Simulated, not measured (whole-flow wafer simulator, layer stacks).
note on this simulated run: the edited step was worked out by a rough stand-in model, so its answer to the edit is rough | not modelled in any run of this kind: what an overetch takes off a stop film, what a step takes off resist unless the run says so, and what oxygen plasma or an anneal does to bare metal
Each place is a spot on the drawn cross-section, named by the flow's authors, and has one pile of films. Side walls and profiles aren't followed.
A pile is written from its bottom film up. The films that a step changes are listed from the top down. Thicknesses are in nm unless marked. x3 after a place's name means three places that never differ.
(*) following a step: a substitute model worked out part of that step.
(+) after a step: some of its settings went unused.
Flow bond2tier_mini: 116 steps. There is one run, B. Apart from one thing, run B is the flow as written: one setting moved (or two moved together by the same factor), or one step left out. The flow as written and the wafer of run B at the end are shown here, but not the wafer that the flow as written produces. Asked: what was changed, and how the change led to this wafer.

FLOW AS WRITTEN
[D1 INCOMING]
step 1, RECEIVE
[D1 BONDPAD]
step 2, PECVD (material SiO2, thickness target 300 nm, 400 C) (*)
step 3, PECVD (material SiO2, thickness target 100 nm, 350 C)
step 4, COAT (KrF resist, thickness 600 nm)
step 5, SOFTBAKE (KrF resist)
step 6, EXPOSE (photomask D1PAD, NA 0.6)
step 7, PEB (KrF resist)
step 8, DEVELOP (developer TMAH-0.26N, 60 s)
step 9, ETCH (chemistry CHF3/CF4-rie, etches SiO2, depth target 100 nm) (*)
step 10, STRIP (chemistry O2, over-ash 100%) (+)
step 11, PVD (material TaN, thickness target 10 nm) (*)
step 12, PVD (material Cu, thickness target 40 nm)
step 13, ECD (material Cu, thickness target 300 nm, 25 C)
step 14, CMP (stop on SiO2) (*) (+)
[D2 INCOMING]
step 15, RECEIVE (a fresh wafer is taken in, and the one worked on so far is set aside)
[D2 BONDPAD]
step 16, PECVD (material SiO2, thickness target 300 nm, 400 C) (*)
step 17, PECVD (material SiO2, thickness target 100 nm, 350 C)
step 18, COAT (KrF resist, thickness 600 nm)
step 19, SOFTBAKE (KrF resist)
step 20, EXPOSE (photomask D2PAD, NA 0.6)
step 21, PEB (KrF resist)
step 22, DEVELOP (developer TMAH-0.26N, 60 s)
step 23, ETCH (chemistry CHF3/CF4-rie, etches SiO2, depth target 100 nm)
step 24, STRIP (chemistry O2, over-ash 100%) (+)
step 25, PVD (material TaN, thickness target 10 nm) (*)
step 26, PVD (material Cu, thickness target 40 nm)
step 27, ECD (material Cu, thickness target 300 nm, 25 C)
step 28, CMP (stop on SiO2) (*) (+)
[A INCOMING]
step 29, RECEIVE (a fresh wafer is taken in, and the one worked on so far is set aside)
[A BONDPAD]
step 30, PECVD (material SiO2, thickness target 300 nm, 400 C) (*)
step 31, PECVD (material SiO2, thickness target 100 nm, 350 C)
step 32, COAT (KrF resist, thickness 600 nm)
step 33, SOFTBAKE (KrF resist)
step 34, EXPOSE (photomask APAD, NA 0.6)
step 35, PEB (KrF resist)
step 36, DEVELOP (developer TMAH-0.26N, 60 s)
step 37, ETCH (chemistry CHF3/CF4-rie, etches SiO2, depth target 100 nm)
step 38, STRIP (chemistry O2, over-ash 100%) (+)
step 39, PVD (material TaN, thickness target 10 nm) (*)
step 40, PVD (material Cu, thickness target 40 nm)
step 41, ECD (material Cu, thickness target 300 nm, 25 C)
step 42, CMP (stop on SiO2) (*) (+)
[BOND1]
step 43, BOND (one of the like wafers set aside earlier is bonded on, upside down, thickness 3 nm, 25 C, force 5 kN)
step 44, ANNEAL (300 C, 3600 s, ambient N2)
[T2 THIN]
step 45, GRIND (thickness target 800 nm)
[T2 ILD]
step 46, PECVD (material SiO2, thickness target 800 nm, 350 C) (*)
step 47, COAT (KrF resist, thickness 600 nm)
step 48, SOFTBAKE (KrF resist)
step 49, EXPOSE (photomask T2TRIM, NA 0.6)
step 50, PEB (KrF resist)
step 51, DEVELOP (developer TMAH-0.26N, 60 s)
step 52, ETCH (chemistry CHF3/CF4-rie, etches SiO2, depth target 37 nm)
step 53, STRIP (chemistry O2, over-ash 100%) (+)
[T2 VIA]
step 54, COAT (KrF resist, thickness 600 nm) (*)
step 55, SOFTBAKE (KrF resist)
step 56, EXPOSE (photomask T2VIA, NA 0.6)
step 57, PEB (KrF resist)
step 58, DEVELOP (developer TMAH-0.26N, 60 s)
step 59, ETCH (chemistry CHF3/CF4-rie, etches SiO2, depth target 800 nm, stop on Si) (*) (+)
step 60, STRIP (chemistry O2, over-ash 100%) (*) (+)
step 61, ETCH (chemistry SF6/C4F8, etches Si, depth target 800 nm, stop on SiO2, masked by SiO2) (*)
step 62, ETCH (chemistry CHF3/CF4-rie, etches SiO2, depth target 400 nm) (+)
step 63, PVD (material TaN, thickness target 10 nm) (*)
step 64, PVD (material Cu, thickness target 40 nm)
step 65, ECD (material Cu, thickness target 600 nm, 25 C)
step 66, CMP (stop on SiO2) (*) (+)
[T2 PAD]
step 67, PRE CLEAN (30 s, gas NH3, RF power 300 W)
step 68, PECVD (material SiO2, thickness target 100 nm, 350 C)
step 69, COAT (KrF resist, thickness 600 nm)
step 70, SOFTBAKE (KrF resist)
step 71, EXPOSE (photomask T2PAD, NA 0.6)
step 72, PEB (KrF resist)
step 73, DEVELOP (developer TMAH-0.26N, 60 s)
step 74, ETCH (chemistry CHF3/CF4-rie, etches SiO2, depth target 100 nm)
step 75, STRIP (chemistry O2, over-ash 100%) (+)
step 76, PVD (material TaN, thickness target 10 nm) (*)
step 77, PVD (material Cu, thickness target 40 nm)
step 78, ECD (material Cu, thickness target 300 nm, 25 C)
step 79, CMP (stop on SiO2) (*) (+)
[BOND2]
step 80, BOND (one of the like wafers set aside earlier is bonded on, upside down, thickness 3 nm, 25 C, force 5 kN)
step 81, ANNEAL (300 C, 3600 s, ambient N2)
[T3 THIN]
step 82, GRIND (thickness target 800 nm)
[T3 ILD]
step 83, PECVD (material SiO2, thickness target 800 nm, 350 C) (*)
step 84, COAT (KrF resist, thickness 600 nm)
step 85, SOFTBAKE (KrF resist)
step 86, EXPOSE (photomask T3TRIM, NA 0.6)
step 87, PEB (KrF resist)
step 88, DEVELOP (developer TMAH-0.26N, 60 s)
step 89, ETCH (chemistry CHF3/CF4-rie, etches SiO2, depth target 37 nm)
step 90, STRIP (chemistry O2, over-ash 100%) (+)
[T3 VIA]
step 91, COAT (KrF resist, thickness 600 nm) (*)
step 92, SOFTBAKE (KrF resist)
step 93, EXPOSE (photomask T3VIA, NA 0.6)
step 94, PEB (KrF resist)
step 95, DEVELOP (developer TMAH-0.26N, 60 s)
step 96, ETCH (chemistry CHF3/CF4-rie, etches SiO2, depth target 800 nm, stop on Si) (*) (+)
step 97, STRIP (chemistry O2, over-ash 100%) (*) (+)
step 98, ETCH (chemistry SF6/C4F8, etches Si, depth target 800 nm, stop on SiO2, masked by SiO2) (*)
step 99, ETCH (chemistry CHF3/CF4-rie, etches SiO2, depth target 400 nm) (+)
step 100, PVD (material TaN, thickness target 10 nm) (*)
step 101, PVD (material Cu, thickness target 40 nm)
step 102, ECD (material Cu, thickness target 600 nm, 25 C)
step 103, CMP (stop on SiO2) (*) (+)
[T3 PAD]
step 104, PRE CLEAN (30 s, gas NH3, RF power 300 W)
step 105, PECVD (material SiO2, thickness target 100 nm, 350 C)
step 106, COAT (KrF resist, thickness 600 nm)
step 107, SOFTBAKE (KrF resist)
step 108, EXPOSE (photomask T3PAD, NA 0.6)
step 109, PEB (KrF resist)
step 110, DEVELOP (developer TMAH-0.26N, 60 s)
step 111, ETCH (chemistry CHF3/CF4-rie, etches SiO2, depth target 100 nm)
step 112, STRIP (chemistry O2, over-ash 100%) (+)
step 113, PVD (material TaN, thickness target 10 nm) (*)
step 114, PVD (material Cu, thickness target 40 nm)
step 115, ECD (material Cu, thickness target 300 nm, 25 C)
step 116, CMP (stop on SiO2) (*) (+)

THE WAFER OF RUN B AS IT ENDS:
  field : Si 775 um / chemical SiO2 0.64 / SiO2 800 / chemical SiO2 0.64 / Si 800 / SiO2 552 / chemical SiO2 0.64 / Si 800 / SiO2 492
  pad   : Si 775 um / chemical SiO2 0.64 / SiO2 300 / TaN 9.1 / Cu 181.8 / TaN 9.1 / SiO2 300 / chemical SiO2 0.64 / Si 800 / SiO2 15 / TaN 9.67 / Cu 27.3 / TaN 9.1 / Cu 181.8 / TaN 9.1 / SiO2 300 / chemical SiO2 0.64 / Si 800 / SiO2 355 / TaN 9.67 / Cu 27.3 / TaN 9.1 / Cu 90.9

What caused this: step 46, PECVD: thickness target 460 nm was run, though the flow has thickness target 800 nm.

How this came from the change, step by step:
  step 46, PECVD (material SiO2, thickness target 800 nm, 350 C) (*)
      field, pad, via: +460 SiO2 (new film) (it would be, as written: +800 SiO2 (new film))
  step 59, ETCH (chemistry CHF3/CF4-rie, etches SiO2, depth target 800 nm, stop on Si) (*) (+)
      field, pad: -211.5 KrF resist (it would be, as written: -266.7 KrF resist)
      via: -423 SiO2 (all of it) (it would be, as written: -763 SiO2 (all of it))
  step 60, STRIP (chemistry O2, over-ash 100%) (*) (+)
      field: -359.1 KrF resist (all of it) (it would be, as written: -303.9 KrF resist (all of it))
      pad: -391.1 KrF resist (all of it) (it would be, as written: -336 KrF resist (all of it))
